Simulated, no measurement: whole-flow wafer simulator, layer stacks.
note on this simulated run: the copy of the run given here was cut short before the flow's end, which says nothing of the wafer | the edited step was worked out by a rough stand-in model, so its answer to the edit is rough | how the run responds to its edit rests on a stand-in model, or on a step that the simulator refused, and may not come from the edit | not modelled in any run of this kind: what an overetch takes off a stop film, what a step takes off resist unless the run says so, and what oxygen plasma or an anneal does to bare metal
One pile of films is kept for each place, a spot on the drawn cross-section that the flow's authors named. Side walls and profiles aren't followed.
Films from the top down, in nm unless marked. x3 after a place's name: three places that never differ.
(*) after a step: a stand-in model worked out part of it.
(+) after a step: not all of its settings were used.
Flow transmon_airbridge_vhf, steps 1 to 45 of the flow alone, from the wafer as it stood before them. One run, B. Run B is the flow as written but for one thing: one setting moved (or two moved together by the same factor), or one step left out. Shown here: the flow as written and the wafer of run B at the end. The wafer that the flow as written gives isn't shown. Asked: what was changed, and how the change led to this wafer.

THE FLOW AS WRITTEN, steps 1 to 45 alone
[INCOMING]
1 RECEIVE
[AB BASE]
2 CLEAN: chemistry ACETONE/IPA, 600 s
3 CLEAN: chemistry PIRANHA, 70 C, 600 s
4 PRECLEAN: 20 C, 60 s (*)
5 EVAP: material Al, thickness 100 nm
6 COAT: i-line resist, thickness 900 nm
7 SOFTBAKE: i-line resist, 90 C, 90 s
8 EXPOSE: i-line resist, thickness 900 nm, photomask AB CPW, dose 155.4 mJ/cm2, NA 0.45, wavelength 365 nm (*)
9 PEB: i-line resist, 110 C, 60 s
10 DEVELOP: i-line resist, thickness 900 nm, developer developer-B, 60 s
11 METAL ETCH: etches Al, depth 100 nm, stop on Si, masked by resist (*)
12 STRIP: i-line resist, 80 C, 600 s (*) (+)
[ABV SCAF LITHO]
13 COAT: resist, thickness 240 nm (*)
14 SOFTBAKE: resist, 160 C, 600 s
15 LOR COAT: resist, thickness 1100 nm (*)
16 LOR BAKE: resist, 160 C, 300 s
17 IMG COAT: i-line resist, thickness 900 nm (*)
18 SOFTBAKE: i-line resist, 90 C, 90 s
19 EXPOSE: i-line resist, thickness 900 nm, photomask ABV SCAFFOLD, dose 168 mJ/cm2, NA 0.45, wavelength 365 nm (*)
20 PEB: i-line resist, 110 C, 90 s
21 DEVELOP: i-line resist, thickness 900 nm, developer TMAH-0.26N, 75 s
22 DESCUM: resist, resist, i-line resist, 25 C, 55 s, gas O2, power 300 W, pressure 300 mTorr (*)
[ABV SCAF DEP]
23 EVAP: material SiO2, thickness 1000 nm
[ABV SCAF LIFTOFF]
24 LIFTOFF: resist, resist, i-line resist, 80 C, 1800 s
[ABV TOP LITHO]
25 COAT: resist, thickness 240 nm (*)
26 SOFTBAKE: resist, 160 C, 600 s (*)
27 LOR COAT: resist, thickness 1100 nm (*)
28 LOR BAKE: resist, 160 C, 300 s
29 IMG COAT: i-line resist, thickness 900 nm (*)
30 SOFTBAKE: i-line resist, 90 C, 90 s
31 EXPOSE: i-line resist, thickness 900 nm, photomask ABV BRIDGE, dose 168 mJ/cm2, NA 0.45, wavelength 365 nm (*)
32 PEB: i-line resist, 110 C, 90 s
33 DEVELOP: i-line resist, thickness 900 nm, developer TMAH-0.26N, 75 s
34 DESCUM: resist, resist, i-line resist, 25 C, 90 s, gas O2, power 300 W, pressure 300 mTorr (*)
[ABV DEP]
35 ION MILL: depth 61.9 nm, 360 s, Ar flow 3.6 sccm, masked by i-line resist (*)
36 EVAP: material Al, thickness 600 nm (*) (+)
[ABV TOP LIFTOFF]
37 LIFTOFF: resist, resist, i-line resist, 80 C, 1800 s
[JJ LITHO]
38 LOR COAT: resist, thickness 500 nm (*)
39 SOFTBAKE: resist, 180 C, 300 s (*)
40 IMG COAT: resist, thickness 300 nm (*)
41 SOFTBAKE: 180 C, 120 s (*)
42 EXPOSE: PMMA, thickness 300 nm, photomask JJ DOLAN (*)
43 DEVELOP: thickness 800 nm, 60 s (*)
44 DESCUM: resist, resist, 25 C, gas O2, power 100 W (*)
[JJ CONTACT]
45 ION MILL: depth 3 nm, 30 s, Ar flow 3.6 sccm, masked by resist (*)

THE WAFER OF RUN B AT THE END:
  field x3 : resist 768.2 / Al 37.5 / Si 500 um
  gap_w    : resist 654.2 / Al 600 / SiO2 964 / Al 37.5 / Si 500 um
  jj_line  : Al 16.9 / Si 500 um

The cause: step 11, METAL ETCH: depth 62.5 nm was run, where the flow has depth 100 nm.

How the change led to this, step by step:
  11 METAL ETCH: etches Al, depth 100 nm, stop on Si, masked by resist (*)
      field x3, jj_line, gap_w, gap_e: Al -62.5 (as written it would be: Al -100 (all of it))
      ground_far, pad_w, flank_w and 8 more: i-line resist -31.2 (as written it would be: i-line resist -50)
  12 STRIP: i-line resist, 80 C, 600 s (*) (+)
      ground_far, pad_w, flank_w and 8 more: i-line resist -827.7 (all of it) (as written it would be: i-line resist -808.9 (all of it))
  13 COAT: resist, thickness 240 nm (*)
      flank_w, flank_e: resist +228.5 (new film) (as written it would be: resist +222.3 (new film))
  22 DESCUM: resist, resist, i-line resist, 25 C, 55 s, gas O2, power 300 W, pressure 300 mTorr (*)
      flank_w, flank_e: resist -228.5 (all of it) (as written it would be: resist -222.3 (all of it))
  25 COAT: resist, thickness 240 nm (*)
      flank_w, flank_e: resist +156.8 (new film) (as written it would be: resist +152.6 (new film))
  34 DESCUM: resist, resist, i-line resist, 25 C, 90 s, gas O2, power 300 W, pressure 300 mTorr (*)
      flank_w, flank_e: resist -156.8 (all of it) (as written it would be: resist -152.6 (all of it))
  40 IMG COAT: resist, thickness 300 nm (*)
      flank_w, flank_e: resist +218 (as written it would be: resist +212.1)
  45 ION MILL: depth 3 nm, 30 s, Ar flow 3.6 sccm, masked by resist (*)
      jj_line: Al -20.6 (as written it would be: Si -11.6)
Counting metal films that touch as one body, field x3 has 1 body; the flow as written gives 0 bodies.
Counting metal films that touch as one body, gap_w has 2 bodies (between them, from the top down: SiO2 964); the flow as written gives 1 body.
Counting metal films that touch as one body, jj_line has 1 body; the flow as written gives 0 bodies.
